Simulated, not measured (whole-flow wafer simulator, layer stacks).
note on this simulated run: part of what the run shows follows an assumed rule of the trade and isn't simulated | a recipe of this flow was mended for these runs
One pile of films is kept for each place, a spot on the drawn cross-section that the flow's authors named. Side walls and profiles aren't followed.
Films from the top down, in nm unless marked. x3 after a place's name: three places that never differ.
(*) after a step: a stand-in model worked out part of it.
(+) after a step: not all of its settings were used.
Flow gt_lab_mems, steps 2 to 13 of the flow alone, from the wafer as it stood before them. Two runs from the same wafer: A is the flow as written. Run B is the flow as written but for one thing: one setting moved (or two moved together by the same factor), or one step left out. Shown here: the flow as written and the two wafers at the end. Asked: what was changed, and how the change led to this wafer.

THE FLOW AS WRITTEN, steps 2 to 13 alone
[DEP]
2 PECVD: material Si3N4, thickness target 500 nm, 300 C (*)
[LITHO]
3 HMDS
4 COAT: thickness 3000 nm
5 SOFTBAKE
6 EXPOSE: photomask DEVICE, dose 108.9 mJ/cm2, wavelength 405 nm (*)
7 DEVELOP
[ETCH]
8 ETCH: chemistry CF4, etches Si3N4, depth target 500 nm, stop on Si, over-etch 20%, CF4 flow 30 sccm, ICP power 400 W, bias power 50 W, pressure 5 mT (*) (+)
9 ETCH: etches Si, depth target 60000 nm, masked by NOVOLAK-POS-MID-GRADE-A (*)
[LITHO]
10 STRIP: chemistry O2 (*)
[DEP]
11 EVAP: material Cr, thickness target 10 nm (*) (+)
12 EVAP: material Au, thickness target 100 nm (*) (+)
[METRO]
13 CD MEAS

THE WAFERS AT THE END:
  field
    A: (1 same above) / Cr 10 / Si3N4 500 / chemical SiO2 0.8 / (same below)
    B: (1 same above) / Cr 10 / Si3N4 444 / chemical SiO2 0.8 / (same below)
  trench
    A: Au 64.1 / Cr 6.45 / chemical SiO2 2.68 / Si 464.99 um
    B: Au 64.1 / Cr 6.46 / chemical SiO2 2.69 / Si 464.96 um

The cause: step 2, PECVD: thickness target 444 nm was run, where the flow has thickness target 500 nm.
It can be read off the wafer: field has Si3N4 444, and step 2 as written asks for 500 nm.

How the change led to this, step by step:
  2 PECVD: material Si3N4, thickness target 500 nm, 300 C (*)
      field, trench: A Si3N4 +500 (new film) | B Si3N4 +444 (new film)
  8 ETCH: chemistry CF4, etches Si3N4, depth target 500 nm, stop on Si, over-etch 20%, CF4 flow 30 sccm, ICP power 400 W, bias power 50 W, pressure 5 mT (*) (+)
      field: A g/i-line-resist -400 | B g/i-line-resist -355.8
      trench: A Si3N4 -500 (all of it), chemical SiO2 -0.8 (all of it), Si -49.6 | B Si3N4 -444 (all of it), chemical SiO2 -0.8 (all of it), Si -77.6
  10 STRIP: chemistry O2 (*)
      field: A g/i-line-resist -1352 (all of it) | B g/i-line-resist -1396.1 (all of it)
